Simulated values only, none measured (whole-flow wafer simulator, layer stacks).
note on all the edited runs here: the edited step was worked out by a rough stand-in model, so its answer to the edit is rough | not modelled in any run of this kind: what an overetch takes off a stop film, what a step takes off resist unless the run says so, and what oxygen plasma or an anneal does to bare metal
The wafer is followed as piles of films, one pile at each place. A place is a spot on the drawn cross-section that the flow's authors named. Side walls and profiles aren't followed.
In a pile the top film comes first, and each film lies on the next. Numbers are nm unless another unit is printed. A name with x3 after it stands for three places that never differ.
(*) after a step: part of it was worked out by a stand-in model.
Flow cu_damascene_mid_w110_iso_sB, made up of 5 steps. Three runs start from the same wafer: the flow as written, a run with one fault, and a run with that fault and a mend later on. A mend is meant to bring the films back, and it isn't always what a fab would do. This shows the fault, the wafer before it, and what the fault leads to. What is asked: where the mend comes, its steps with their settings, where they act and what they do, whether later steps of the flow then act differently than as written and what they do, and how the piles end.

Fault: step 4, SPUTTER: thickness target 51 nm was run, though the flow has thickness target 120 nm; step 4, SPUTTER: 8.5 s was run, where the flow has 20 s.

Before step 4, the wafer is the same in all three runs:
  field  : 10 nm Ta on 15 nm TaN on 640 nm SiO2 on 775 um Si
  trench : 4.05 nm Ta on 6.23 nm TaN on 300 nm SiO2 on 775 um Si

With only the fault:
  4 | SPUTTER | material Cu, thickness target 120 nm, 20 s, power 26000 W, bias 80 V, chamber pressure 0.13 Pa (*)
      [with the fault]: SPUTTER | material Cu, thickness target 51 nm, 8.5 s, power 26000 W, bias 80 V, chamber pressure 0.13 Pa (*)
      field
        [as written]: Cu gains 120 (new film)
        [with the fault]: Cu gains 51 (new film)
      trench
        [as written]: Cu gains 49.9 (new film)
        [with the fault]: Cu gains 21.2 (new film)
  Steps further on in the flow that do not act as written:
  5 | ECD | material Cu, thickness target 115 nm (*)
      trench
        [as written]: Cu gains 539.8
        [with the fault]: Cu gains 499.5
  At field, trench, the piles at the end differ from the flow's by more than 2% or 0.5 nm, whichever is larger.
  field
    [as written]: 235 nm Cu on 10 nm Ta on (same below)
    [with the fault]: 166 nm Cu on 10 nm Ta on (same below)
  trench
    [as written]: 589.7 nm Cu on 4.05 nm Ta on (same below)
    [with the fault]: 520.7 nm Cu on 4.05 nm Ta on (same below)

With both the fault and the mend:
  The mend stands after step 4.
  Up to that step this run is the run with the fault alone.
  4a | SPUTTER | material Cu, thickness target 69 nm, 11.5 s, power 26000 W, bias 80 V, chamber pressure 0.13 Pa (*) (the flow's step 4, run once more with other settings)
      field
        Cu gains 69
      trench
        Cu gains 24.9
  Later steps of the flow that are run all act as written at every place that is followed, up to a difference of at most 2% or 0.5 nm, whichever is larger.
  By the end, the piles equal the flow's at every place that both follow.
